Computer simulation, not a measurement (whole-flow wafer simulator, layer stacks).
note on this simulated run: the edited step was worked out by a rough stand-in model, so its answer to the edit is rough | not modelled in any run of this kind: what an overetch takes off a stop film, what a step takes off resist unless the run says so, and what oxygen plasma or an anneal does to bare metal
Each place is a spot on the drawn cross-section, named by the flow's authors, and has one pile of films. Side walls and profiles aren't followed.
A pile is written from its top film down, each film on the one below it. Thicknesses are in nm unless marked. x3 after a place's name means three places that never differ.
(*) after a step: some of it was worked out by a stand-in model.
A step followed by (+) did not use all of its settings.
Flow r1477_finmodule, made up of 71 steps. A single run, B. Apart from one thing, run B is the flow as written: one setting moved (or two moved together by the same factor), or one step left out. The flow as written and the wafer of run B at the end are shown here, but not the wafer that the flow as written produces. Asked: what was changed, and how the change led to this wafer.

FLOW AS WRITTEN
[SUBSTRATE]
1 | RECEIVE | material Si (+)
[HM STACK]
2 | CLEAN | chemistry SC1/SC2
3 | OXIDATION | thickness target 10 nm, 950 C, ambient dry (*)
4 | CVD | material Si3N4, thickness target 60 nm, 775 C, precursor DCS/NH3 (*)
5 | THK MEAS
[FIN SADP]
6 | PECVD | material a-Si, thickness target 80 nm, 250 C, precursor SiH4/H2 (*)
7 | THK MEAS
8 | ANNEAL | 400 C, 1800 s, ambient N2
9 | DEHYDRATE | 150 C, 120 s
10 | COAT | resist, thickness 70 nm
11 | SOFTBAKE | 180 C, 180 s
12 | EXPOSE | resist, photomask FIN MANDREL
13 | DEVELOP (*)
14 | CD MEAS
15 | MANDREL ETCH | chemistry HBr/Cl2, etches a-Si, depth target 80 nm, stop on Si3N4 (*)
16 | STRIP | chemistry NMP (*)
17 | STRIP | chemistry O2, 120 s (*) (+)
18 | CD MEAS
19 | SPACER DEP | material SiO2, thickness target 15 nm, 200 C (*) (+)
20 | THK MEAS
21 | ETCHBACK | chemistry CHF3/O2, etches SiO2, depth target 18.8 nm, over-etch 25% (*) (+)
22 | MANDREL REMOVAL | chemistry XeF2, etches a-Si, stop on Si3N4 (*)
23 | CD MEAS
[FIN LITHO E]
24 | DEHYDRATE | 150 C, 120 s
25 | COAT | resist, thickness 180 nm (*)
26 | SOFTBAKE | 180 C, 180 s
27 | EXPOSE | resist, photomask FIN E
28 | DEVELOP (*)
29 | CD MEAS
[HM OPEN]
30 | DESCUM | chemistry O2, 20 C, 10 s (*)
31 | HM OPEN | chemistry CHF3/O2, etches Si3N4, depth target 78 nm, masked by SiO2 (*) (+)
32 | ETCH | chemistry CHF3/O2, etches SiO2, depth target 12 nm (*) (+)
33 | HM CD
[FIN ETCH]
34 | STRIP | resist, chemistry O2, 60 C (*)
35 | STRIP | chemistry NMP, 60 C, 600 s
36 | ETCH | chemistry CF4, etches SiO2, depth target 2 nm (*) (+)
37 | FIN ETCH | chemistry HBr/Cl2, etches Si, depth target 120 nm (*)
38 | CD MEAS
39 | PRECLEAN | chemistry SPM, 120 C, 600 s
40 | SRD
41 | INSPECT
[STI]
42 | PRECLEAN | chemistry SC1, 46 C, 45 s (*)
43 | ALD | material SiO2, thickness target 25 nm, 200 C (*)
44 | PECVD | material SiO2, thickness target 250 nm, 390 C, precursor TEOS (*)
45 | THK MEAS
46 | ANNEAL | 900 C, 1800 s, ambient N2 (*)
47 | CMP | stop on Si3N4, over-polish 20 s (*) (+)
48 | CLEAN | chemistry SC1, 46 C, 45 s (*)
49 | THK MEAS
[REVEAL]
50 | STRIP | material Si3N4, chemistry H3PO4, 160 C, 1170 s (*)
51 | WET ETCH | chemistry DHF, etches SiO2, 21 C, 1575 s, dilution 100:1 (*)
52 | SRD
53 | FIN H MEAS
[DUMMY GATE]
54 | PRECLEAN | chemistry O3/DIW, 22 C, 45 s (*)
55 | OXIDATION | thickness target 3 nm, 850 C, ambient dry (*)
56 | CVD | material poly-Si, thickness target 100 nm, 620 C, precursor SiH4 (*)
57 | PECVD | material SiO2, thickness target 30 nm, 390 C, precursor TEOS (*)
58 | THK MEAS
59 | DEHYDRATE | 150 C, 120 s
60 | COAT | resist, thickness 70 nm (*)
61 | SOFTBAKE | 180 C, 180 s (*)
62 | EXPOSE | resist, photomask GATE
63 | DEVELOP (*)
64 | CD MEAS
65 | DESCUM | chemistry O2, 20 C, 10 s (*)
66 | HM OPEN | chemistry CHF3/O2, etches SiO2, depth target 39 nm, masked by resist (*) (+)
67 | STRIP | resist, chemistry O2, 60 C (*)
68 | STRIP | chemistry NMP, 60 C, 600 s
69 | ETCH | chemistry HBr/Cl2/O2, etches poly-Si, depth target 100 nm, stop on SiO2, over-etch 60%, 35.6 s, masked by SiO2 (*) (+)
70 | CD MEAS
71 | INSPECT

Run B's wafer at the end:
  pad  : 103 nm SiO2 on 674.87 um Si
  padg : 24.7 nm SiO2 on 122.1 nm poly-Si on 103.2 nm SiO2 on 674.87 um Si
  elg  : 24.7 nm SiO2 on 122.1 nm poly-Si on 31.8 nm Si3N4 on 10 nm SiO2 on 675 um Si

Cause: step 56, CVD: thickness target 122.1 nm was run, though the flow has thickness target 100 nm.
One can read it off the wafer: padg has poly-Si 122.1, and step 56 as written asks for 100 nm.

Step by step, how the change led to this:
  56 | CVD | material poly-Si, thickness target 100 nm, 620 C, precursor SiH4 (*)
      pad, padg, elg and 26 more: poly-Si gains 122.1 (new film) (it would be, as written: poly-Si gains 100 (new film))
      s40cg, s40co: poly-Si gains 136.4 (new film) (it would be, as written: poly-Si gains 113.9 (new film))
      (also at 5 further places)
  69 | ETCH | chemistry HBr/Cl2/O2, etches poly-Si, depth target 100 nm, stop on SiO2, over-etch 60%, 35.6 s, masked by SiO2 (*) (+)
      elo, e40lo, e100lo, e200lo: chemical SiO2 loses 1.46 (all of it), poly-Si loses 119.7 (all of it) (it would be, as written: chemical SiO2 loses 1.46 (all of it), poly-Si loses 97.6 (all of it), Si3N4 loses 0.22)
      pad, eso, e40so and 8 more: chemical SiO2 loses 1.46 (all of it), poly-Si loses 119.7 (all of it), SiO2 loses 0.2 (it would be, as written: chemical SiO2 loses 1.46 (all of it), poly-Si loses 97.6 (all of it), SiO2 loses 0.42)
      (also at 3 further places)
